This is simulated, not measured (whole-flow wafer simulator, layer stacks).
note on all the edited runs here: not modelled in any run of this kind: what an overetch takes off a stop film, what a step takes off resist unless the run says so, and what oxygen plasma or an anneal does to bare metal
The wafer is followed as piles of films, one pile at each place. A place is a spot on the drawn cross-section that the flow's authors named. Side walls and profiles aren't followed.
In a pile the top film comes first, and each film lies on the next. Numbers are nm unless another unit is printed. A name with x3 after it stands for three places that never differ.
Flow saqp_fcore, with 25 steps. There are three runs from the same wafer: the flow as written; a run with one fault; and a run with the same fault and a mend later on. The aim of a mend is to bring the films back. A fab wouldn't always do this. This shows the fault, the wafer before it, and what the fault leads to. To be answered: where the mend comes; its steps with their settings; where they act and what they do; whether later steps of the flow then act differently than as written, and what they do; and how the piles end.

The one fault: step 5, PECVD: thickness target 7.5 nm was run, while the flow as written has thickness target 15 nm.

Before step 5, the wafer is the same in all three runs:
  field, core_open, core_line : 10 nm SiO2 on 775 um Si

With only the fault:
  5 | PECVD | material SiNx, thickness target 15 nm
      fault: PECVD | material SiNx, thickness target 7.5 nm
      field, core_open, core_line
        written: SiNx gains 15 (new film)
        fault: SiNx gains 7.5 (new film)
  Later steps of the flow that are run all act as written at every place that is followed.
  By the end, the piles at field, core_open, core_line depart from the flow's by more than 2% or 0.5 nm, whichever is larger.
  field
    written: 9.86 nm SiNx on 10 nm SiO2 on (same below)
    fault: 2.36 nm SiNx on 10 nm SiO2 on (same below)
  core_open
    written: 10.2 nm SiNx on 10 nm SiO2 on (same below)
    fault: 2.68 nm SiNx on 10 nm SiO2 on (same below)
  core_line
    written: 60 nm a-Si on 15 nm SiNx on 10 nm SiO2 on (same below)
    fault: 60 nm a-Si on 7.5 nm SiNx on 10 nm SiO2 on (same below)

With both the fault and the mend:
  The mend follows step 5.
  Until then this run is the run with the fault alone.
  5a | PECVD | material SiNx, thickness target 7.5 nm (the flow's step 5 again, with other settings)
      field, core_open, core_line
        SiNx gains 7.5
  Later steps of the flow that are run all act as written at every place that is followed.
  By the end, the piles equal the flow's at every place that both follow.
